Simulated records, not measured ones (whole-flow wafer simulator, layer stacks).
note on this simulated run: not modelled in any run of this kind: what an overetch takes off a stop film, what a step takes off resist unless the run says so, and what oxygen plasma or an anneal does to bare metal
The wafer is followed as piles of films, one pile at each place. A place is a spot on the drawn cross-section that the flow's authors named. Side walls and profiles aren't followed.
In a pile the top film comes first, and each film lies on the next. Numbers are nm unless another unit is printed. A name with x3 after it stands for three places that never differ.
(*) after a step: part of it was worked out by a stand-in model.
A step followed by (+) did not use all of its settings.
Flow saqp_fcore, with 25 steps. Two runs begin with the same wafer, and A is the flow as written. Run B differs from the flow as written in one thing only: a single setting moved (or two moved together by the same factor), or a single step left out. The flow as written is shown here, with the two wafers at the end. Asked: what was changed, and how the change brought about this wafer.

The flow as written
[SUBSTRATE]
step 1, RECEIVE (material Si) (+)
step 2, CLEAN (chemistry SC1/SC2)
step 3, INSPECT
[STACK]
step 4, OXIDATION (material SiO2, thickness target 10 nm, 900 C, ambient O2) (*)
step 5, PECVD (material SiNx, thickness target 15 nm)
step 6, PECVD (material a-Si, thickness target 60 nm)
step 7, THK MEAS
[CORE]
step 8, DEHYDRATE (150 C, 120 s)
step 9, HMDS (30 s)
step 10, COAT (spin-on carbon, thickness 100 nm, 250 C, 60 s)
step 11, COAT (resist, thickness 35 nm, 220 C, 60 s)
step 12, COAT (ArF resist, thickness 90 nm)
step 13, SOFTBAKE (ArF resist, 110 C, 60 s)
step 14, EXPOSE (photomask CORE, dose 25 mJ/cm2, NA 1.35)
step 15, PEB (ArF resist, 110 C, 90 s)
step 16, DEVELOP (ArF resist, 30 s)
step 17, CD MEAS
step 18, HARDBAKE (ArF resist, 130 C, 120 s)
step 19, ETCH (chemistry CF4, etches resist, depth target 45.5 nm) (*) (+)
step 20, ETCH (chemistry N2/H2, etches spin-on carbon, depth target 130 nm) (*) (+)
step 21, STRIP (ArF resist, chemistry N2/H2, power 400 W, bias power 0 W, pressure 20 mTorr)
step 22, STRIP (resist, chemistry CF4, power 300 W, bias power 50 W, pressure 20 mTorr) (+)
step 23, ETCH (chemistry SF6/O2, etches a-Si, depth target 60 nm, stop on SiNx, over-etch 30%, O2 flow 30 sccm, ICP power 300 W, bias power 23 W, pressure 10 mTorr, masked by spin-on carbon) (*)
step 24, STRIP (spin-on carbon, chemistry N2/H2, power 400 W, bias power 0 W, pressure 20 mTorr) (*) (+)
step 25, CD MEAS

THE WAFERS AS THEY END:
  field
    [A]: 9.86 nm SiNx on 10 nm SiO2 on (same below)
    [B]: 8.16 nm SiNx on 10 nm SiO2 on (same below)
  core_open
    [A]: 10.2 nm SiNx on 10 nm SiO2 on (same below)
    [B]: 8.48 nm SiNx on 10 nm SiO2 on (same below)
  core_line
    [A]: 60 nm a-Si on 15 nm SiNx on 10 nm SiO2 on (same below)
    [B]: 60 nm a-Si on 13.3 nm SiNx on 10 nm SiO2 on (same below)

Cause: step 5, PECVD: thickness target 13.3 nm was run, whereas the flow has thickness target 15 nm.
One can read it off the wafer: core_line has SiNx 13.3, and step 5 as written asks for 15 nm.

How this came from the change, step by step:
  step 5, PECVD (material SiNx, thickness target 15 nm)
      field, core_open, core_line: A +15 SiNx (new film) | B +13.3 SiNx (new film)
